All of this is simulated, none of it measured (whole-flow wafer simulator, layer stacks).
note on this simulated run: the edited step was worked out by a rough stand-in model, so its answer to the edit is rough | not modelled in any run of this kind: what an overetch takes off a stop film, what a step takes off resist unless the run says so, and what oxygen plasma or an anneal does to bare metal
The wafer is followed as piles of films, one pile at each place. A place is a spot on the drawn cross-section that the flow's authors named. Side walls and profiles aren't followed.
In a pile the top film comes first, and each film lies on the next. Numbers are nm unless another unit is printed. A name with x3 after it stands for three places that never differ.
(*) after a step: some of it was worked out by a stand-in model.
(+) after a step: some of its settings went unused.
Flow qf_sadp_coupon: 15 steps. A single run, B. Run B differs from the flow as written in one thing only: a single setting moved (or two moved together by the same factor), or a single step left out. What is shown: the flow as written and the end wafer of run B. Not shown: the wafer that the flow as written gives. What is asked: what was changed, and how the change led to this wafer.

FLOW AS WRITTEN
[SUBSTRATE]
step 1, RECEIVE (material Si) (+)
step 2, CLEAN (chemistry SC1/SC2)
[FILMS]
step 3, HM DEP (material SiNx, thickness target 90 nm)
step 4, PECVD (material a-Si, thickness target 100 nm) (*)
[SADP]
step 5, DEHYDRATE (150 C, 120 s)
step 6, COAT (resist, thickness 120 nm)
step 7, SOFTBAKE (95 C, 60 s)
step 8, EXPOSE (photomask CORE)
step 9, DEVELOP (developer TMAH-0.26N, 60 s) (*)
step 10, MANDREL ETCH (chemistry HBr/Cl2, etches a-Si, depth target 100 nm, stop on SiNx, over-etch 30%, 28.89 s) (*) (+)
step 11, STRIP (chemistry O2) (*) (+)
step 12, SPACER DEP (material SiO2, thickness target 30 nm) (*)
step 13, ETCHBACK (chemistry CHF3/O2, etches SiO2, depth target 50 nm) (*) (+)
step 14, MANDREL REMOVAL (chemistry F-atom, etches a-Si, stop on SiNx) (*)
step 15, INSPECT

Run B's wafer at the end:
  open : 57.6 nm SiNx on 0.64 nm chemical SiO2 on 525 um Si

The reason: step 4, PECVD: thickness target 36.6 nm was run, while the flow as written has thickness target 100 nm.

The path from the change to this, step by step:
  step 4, PECVD (material a-Si, thickness target 100 nm) (*)
      m, open: a-Si gains 36.6 (new film) (it would be, as written: a-Si gains 100 (new film))
  step 10, MANDREL ETCH (chemistry HBr/Cl2, etches a-Si, depth target 100 nm, stop on SiNx, over-etch 30%, 28.89 s) (*) (+)
      open: a-Si loses 36.6 (all of it), SiNx loses 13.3 (it would be, as written: a-Si loses 100 (all of it), SiNx loses 4.29)
  step 14, MANDREL REMOVAL (chemistry F-atom, etches a-Si, stop on SiNx) (*)
      m: a-Si loses 32.4 (all of it) (it would be, as written: a-Si loses 95.8 (all of it))
